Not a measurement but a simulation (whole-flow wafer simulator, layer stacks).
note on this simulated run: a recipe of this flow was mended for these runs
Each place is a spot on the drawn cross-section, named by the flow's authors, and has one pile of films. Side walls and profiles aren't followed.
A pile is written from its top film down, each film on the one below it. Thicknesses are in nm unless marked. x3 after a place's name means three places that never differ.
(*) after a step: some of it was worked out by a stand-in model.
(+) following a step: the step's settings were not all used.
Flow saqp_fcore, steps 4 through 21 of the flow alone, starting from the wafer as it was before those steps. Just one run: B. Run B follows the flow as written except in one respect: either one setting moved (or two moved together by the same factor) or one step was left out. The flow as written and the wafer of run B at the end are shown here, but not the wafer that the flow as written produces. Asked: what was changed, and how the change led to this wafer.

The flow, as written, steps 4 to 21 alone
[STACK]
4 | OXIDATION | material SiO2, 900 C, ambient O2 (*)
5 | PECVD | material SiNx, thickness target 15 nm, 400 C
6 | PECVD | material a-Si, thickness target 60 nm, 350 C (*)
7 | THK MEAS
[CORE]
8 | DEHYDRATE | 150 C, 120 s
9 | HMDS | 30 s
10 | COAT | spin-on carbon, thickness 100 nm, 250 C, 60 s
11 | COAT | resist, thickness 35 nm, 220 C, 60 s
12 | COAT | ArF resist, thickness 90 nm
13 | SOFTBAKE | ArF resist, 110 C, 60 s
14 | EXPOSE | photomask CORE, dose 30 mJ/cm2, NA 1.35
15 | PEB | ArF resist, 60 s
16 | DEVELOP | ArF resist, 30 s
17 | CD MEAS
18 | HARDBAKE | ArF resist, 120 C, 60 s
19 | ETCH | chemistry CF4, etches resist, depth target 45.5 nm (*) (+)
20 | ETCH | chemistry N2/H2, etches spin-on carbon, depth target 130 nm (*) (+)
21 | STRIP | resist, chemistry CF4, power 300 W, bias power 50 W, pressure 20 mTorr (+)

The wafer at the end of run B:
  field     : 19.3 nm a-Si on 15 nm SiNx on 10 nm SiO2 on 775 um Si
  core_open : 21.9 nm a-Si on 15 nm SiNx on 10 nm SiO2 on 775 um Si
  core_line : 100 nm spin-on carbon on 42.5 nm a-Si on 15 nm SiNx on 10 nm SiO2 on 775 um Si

The reason: step 6, PECVD: thickness target 42.5 nm was run, though the flow has thickness target 60 nm.
One can read it off the wafer: core_line has a-Si 42.5, and step 6 as written asks for 60 nm.

The path from the change to this, step by step:
  6 | PECVD | material a-Si, thickness target 60 nm, 350 C (*)
      field, core_open, core_line: +42.5 a-Si (new film) (it would be, as written: +60 a-Si (new film))
